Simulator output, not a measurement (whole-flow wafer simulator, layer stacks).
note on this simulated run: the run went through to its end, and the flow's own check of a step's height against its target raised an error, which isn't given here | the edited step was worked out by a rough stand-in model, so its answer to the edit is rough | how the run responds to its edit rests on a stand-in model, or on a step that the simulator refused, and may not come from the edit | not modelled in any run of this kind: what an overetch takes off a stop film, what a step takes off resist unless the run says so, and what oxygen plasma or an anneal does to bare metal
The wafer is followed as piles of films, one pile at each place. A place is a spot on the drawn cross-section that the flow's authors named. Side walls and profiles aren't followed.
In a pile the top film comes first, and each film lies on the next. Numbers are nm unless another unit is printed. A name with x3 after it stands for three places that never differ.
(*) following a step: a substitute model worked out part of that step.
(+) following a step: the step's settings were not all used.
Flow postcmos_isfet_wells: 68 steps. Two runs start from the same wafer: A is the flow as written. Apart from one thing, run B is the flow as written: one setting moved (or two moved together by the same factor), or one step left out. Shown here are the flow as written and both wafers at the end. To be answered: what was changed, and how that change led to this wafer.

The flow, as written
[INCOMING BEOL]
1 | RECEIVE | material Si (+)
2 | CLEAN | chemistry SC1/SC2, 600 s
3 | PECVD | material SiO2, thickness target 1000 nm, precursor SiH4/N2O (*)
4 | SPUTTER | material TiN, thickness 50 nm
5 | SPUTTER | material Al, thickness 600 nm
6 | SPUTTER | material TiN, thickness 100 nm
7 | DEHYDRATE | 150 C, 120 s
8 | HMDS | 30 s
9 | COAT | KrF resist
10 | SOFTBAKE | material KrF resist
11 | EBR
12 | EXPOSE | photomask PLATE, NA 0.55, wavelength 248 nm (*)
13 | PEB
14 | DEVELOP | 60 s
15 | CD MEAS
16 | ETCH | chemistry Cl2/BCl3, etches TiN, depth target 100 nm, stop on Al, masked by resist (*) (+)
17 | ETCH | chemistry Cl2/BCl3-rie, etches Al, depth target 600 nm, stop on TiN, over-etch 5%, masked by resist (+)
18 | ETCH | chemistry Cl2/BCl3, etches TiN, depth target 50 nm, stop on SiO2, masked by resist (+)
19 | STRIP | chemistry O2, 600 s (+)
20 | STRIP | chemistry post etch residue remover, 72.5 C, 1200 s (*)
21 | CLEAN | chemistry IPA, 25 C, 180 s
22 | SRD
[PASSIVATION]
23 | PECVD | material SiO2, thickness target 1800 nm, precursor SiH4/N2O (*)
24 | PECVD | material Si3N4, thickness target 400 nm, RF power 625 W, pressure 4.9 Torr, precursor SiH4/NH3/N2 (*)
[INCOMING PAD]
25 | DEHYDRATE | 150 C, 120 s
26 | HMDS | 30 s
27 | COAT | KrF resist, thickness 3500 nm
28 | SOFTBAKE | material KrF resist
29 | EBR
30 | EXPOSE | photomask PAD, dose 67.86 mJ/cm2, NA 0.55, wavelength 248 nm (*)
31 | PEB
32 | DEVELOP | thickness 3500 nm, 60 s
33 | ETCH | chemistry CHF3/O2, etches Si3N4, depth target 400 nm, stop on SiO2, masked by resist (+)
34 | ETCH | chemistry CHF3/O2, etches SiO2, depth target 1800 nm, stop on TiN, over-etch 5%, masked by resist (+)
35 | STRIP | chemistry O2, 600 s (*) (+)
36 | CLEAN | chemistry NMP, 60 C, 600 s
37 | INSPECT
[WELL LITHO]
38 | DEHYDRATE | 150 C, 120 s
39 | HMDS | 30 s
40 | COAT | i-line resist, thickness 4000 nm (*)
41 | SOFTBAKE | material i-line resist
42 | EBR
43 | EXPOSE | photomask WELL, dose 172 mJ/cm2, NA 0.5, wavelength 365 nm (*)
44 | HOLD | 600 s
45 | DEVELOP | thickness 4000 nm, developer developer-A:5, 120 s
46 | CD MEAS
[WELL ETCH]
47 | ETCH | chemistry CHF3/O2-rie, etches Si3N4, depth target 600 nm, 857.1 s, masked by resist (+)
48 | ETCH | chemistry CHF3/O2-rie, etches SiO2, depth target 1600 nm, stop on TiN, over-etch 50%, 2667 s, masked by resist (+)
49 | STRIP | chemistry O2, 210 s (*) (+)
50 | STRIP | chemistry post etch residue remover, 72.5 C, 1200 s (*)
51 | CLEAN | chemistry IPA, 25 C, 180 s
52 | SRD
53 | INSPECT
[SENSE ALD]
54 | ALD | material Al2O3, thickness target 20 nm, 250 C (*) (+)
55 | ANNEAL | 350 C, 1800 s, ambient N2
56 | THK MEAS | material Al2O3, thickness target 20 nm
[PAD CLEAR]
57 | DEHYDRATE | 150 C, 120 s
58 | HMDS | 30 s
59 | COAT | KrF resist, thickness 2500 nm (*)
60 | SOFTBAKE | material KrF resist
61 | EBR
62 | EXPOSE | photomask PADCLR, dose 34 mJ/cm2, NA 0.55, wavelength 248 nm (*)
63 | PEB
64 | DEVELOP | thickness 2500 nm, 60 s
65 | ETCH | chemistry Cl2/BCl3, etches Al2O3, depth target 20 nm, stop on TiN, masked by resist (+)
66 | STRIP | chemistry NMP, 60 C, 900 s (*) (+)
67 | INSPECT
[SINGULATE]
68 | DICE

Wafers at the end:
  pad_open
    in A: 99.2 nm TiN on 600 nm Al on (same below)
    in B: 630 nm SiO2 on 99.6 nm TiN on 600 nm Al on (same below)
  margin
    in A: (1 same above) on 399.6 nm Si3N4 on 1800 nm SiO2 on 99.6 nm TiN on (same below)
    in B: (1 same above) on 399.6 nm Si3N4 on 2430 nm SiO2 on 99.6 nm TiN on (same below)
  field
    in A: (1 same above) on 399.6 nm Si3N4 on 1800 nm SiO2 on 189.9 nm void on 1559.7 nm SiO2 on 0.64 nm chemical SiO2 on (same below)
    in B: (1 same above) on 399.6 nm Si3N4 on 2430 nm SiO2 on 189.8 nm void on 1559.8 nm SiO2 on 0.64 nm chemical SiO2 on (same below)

What caused this: step 23, PECVD: thickness target 2430 nm was run, whereas the flow has thickness target 1800 nm.
The wafer lets one read it off: margin has SiO2 2430, and step 23 as written asks for 1800 nm.

Step by step, how the change led to this:
  23 | PECVD | material SiO2, thickness target 1800 nm, precursor SiH4/N2O (*)
      margin, well900, well1300 x3, pad_rim, pad_clr, pad_open: A +1800 SiO2 (new film) | B +2430 SiO2 (new film)
      field: A +1800 SiO2 (new film), +189.9 void (new film), +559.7 SiO2 | B +2430 SiO2 (new film), +189.8 void (new film), +559.8 SiO2
  34 | ETCH | chemistry CHF3/O2, etches SiO2, depth target 1800 nm, stop on TiN, over-etch 5%, masked by resist (+)
      pad_open: A -1800 SiO2 (all of it) | B -1800 SiO2
  48 | ETCH | chemistry CHF3/O2-rie, etches SiO2, depth target 1600 nm, stop on TiN, over-etch 50%, 2667 s, masked by resist (+)
      well900, well1300 x3: A -1600 SiO2 (all of it) | B -2230 SiO2 (all of it)
  59 | COAT | KrF resist, thickness 2500 nm (*)
      field: A +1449 KrF resist (new film) | B +1148 KrF resist (new film)
      margin: A +1448.9 KrF resist (new film) | B +1147.9 KrF resist (new film)
  63 | PEB
      field, margin: A -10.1 KrF resist | B -7.95 KrF resist
  66 | STRIP | chemistry NMP, 60 C, 900 s (*) (+)
      field: A -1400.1 KrF resist (all of it) | B -1101.3 KrF resist (all of it)
      margin: A -1400.1 KrF resist (all of it) | B -1101.2 KrF resist (all of it)
